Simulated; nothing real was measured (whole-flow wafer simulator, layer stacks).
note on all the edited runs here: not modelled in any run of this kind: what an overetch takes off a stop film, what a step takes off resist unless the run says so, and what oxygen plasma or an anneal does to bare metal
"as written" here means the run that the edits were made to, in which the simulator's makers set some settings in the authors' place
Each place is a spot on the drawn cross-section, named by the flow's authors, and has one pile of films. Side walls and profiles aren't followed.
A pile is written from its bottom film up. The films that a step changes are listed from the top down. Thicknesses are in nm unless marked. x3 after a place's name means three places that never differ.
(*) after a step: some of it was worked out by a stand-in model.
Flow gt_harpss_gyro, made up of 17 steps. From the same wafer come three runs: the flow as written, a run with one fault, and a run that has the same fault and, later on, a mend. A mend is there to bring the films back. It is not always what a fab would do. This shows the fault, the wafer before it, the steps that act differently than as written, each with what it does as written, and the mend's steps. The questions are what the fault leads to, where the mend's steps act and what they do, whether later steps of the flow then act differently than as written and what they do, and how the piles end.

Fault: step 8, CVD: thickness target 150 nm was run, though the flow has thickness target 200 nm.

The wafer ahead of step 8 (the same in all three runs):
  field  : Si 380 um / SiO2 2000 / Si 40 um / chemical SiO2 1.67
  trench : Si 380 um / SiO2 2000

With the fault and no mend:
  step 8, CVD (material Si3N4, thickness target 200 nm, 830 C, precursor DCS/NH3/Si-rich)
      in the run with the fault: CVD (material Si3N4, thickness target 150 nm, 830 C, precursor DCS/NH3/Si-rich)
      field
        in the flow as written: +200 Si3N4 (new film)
        in the run with the fault: +150 Si3N4 (new film)
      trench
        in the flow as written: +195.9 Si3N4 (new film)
        in the run with the fault: +147.1 Si3N4 (new film)
  Later steps of the flow acting differently than as written:
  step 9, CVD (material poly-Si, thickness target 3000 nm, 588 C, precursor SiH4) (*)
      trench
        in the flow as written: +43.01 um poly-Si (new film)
        in the run with the fault: +43 um poly-Si (new film)
  By the end, the piles at field, trench depart from the flow's by more than 2% or 0.5 nm, whichever is larger.
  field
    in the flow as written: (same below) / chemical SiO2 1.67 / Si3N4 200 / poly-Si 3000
    in the run with the fault: (same below) / chemical SiO2 1.67 / Si3N4 150 / poly-Si 3000
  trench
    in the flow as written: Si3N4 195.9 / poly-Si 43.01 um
    in the run with the fault: Si3N4 147.1 / poly-Si 43 um

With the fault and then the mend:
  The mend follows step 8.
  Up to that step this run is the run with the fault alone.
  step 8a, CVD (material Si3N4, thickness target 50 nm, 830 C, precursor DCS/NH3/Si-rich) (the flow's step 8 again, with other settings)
      field
        +50 Si3N4
      trench
        +48.7 Si3N4
  None of the later steps of the flow acts differently than as written at any place that is followed.
  At the end the piles are close to the flow's at the places that both follow, differing by at most 2% or 0.5 nm, whichever is larger.
